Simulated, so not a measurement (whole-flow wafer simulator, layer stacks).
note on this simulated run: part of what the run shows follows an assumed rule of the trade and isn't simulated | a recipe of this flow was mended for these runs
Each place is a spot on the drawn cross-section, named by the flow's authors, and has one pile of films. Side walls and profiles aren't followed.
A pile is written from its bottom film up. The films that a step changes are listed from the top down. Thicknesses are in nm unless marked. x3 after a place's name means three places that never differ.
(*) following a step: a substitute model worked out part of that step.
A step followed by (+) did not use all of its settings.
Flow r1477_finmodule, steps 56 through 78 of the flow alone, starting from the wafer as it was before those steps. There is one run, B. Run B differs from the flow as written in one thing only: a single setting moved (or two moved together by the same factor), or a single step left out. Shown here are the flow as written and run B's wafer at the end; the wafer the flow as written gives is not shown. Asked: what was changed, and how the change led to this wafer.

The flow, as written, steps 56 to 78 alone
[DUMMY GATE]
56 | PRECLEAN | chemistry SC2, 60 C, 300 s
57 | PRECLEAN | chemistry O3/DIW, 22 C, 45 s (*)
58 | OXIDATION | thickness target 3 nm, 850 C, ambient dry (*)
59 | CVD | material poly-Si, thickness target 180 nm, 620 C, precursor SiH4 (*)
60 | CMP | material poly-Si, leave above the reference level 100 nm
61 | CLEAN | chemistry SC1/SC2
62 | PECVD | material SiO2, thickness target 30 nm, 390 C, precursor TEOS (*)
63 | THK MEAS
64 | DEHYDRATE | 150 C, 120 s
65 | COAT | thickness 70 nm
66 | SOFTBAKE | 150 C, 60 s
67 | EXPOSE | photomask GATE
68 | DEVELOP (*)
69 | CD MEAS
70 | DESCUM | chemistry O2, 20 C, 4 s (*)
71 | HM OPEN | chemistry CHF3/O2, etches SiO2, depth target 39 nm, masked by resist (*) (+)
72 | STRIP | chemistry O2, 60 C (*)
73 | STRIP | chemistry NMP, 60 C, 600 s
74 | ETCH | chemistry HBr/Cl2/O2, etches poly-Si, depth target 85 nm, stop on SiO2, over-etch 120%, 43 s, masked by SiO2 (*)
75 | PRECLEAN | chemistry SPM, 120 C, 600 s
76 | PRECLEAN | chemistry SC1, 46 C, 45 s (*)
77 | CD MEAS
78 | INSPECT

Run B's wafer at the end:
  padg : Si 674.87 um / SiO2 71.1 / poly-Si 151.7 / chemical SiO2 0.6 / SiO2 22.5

Cause: step 59, CVD: thickness target 152 nm was run, whereas the flow has thickness target 180 nm.

Step by step, how the change led to this:
  59 | CVD | material poly-Si, thickness target 180 nm, 620 C, precursor SiH4 (*)
      esg x6, s40cg x3, eso x6, s40co x3: +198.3 poly-Si (new film) (as written it would have been: +226.3 poly-Si (new film))
      pad, padg, elg x7, elo x7: +152 poly-Si (new film) (as written it would have been: +180 poly-Si (new film))
      (also at 2 further places)
  60 | CMP | material poly-Si, leave above the reference level 100 nm
      pad, padg: nothing (as written it would have been: -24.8 poly-Si)
      elg x7, esg x6, s40cg x3, elo x7, eso x6, s40co x3: -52 poly-Si (as written it would have been: -80 poly-Si)
      (also at 2 further places)
  74 | ETCH | chemistry HBr/Cl2/O2, etches poly-Si, depth target 85 nm, stop on SiO2, over-etch 120%, 43 s, masked by SiO2 (*)
      pad: -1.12 chemical SiO2 (all of it), -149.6 poly-Si (all of it), -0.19 SiO2 (as written it would have been: -1.12 chemical SiO2 (all of it), -152.8 poly-Si (all of it), -0.17 SiO2)
